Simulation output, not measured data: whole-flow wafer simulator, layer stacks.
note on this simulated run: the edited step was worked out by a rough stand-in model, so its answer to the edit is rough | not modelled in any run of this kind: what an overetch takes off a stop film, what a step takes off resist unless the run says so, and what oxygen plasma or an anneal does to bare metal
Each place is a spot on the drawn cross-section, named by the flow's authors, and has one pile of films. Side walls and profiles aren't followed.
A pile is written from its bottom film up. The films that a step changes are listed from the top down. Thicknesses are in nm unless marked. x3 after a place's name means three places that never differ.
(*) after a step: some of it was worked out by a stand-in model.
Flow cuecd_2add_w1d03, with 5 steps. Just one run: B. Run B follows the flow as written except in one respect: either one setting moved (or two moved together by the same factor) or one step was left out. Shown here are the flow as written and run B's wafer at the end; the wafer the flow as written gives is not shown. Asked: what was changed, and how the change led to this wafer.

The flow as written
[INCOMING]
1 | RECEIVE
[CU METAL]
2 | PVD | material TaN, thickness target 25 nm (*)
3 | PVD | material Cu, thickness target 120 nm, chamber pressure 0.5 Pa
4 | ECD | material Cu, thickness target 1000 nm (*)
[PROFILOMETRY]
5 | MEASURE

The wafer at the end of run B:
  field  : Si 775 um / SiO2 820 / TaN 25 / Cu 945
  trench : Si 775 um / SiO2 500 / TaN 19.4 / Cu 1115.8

What caused this: step 4, ECD: thickness target 825 nm was run, though the flow has thickness target 1000 nm.

Step by step, how the change led to this:
  4 | ECD | material Cu, thickness target 1000 nm (*)
      field: +825 Cu (in the flow as written it would be: +1000 Cu)
      trench: +1022.3 Cu (in the flow as written it would be: +1226.8 Cu)
